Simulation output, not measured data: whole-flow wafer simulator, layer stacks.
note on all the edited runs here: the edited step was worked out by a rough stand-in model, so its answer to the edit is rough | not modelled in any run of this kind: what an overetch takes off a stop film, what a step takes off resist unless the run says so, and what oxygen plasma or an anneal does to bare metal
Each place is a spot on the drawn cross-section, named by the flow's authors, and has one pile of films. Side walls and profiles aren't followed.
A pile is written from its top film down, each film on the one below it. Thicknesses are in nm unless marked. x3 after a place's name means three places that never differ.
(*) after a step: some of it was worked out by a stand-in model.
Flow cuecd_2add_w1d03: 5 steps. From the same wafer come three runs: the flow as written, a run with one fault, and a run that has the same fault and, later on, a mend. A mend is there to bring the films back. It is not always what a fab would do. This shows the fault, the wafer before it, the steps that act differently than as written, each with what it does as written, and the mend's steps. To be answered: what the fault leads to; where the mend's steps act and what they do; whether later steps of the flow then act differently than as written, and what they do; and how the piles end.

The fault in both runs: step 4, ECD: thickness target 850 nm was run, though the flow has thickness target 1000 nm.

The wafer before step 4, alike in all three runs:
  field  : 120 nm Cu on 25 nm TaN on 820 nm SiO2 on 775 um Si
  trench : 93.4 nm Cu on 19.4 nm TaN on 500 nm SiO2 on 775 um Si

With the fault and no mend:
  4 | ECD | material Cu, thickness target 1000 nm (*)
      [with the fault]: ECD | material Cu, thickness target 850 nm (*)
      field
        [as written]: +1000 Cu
        [with the fault]: +850 Cu
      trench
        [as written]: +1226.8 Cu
        [with the fault]: +1052.4 Cu
  None of the later steps of the flow acts differently than as written at any place that is followed.
  The piles end different from the flow's at field, trench by more than 2% or 0.5 nm, whichever is larger.
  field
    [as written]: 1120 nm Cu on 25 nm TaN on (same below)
    [with the fault]: 970 nm Cu on 25 nm TaN on (same below)
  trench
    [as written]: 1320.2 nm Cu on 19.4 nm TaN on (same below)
    [with the fault]: 1145.9 nm Cu on 19.4 nm TaN on (same below)

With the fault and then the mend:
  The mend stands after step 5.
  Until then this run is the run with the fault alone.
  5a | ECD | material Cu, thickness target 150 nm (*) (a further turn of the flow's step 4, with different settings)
      field, trench
        +150 Cu
  None of the later steps of the flow acts differently than as written at any place that is followed.
  The piles end only slightly different from the flow's at the places that both follow, by no more than 2% or 0.5 nm, whichever is larger.
